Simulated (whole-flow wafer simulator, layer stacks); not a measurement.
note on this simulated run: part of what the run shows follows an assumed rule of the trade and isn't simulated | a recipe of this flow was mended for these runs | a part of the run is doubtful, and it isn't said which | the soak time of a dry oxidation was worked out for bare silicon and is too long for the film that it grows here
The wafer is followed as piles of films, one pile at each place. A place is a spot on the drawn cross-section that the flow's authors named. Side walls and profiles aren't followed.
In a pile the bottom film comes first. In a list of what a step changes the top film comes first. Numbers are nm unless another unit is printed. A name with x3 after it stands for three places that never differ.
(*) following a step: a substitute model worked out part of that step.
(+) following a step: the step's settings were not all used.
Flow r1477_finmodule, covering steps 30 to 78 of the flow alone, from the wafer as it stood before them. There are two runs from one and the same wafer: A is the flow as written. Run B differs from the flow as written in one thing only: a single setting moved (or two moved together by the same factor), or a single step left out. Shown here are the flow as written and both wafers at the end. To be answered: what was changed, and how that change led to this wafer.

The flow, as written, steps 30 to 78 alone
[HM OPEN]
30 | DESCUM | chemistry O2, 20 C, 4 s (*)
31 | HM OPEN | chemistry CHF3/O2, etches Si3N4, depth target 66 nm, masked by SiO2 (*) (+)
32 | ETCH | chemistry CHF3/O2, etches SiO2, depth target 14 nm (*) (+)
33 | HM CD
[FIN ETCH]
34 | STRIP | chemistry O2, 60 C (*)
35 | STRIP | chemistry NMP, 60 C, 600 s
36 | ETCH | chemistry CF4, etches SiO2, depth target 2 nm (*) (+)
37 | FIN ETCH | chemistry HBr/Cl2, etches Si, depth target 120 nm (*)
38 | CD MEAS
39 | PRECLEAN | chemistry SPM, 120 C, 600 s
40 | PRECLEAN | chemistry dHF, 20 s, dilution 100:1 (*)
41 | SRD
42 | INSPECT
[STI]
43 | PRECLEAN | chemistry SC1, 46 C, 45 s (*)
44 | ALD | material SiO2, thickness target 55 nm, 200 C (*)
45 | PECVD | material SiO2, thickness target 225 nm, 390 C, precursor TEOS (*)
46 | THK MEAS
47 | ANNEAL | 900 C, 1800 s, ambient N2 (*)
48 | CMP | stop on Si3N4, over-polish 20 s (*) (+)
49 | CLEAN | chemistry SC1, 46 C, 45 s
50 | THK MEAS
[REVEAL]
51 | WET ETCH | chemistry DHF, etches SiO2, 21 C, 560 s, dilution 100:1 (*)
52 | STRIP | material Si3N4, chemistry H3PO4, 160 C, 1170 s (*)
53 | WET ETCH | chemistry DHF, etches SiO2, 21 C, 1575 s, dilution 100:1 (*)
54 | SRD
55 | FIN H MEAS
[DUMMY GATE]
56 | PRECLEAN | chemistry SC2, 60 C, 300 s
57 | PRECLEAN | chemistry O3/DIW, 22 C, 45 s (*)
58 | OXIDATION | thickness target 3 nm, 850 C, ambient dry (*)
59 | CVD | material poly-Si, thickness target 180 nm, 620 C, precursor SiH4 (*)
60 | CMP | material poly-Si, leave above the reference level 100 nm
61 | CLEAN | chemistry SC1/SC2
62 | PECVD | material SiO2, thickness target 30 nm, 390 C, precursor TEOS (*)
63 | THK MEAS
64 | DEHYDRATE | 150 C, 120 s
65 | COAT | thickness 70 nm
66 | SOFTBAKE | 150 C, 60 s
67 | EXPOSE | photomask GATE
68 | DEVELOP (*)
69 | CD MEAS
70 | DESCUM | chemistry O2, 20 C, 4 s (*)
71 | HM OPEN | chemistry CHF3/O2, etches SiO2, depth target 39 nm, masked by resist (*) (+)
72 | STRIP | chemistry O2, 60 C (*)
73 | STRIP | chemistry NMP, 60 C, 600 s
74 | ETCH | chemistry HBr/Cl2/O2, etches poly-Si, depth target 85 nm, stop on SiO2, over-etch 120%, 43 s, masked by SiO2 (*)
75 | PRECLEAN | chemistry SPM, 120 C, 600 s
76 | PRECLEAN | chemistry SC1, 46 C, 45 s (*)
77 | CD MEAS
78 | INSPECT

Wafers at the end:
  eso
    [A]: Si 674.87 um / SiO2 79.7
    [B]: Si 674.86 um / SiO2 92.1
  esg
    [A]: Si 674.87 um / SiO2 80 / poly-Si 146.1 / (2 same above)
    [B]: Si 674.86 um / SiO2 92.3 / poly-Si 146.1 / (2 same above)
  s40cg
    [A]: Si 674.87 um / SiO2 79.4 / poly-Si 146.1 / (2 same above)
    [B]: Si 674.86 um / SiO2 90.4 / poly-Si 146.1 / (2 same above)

The reason: step 31, HM OPEN: depth target 99.4 nm was run, though the flow has depth target 66 nm.

How this came from the change, step by step:
  31 | HM OPEN | chemistry CHF3/O2, etches Si3N4, depth target 66 nm, masked by SiO2 (*) (+)
      pad, padg, esg and 13 more: A -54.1 Si3N4 (all of it), -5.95 SiO2 | B -54.1 Si3N4 (all of it), -10 SiO2 (all of it), -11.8 Si
      s40cg, s45cg, s50cg, s40co, s45co, s50co: A -60 Si3N4 (all of it), -3 SiO2 | B -60 Si3N4 (all of it), -10 SiO2 (all of it), -9.8 Si
      (as well as at 14 more places)
  32 | ETCH | chemistry CHF3/O2, etches SiO2, depth target 14 nm (*) (+)
      pad, padg: A -4.05 SiO2 (all of it), -1.99 Si | B -2.8 Si
      esg, eso: A -4.05 SiO2 (all of it), -1.99 Si | B -2.4 Si
      (as well as at 18 more places)
  34 | STRIP | chemistry O2, 60 C (*)
      elg x4, elo x4: A -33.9 e-beam-resist (all of it) | B -0.49 e-beam-resist (all of it)
  44 | ALD | material SiO2, thickness target 55 nm, 200 C (*)
      s40cg, s45cg, s40co, s45co: A +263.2 SiO2 (new film) | B +257.5 SiO2 (new film)
      esg, eso: A +223.2 SiO2 (new film) | B +235.6 SiO2 (new film)
      (as well as at 8 more places)
  48 | CMP | stop on Si3N4, over-polish 20 s (*) (+)
      s40cg, s40sg, s45cg and 9 more: A -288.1 SiO2 | B -271.4 SiO2
      s40sg_line x3, s40so_line x3: A -287 SiO2 (all of it), -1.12 Si3N4 | B -270.3 SiO2 (all of it), -1.12 Si3N4
      (as well as at 2 more places)
